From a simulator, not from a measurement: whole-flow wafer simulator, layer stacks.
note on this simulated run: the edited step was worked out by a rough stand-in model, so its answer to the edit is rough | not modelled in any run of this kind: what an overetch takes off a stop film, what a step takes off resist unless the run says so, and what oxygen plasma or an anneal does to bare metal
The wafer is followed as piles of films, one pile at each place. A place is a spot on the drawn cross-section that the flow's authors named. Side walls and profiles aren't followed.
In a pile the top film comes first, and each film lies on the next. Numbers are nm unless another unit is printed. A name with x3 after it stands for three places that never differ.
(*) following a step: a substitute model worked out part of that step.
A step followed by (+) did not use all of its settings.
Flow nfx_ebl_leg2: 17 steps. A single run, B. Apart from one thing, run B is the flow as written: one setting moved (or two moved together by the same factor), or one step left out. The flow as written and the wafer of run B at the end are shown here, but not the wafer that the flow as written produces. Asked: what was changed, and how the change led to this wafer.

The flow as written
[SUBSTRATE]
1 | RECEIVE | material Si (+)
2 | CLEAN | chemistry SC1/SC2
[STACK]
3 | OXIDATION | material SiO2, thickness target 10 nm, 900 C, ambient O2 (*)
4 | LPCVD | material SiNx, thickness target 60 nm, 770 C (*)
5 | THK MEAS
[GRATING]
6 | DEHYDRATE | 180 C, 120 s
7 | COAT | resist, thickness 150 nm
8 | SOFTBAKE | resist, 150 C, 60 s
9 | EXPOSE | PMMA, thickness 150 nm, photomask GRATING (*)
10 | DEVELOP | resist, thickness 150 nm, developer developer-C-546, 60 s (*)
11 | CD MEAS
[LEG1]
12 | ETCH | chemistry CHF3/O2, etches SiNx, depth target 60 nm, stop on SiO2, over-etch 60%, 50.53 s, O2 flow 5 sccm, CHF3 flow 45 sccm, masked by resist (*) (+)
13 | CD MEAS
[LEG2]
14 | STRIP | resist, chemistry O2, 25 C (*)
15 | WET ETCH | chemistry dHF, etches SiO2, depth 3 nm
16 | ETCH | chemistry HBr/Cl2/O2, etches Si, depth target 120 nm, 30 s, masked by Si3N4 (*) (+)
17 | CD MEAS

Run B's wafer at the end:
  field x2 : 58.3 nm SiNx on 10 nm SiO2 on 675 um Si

The reason: step 4, LPCVD: thickness target 65.1 nm was run, though the flow has thickness target 60 nm.

How this came from the change, step by step:
  4 | LPCVD | material SiNx, thickness target 60 nm, 770 C (*)
      field x2, pad x2: +65.1 SiNx (new film) (it would be, as written: +60 SiNx (new film))
  12 | ETCH | chemistry CHF3/O2, etches SiNx, depth target 60 nm, stop on SiO2, over-etch 60%, 50.53 s, O2 flow 5 sccm, CHF3 flow 45 sccm, masked by resist (*) (+)
      pad x2: -65.1 SiNx (all of it), -10 SiO2 (all of it) (it would be, as written: -60 SiNx (all of it), -10 SiO2 (all of it))
